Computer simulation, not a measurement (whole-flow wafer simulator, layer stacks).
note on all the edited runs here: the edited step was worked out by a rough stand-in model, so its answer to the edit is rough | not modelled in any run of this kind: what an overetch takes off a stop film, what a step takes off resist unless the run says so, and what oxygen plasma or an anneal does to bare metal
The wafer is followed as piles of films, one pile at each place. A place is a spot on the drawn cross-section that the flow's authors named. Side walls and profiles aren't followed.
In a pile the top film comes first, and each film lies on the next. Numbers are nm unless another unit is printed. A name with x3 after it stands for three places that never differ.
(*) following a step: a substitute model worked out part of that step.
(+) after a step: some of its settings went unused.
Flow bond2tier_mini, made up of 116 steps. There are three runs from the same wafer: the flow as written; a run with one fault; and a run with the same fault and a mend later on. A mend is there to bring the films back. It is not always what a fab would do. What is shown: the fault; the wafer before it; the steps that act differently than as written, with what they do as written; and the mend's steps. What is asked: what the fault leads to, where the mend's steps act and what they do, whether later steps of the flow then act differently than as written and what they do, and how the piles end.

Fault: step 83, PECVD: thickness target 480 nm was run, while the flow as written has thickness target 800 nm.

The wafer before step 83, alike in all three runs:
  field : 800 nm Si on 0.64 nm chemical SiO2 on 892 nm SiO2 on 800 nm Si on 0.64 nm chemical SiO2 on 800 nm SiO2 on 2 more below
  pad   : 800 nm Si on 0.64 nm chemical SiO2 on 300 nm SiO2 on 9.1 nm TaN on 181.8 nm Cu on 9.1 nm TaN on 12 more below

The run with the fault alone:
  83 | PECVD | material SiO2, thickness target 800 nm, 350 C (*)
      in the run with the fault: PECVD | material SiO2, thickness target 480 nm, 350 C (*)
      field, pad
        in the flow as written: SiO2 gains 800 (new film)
        in the run with the fault: SiO2 gains 480 (new film)
  Steps further on in the flow that do not act as written:
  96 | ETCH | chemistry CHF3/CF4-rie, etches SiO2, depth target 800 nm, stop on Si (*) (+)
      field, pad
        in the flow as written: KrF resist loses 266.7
        in the run with the fault: KrF resist loses 221.5
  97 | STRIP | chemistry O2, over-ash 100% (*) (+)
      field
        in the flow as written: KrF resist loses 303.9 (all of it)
        in the run with the fault: KrF resist loses 349.1 (all of it)
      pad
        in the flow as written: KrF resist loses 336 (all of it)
        in the run with the fault: KrF resist loses 381.1 (all of it)
  At field, pad, the piles at the end differ from the flow's by more than 2% or 0.5 nm, whichever is larger.
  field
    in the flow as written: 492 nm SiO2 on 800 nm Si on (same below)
    in the run with the fault: 172 nm SiO2 on 800 nm Si on (same below)
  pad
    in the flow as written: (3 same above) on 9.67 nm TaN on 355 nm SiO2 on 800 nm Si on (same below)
    in the run with the fault: (3 same above) on 9.67 nm TaN on 35 nm SiO2 on 800 nm Si on (same below)

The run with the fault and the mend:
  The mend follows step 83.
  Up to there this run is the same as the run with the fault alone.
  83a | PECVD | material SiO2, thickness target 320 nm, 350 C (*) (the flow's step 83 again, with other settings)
      field, pad
        SiO2 gains 320
  Every later step of the flow that is run acts as written at every place that is followed.
  The piles end the same as the flow's at every place that both follow.
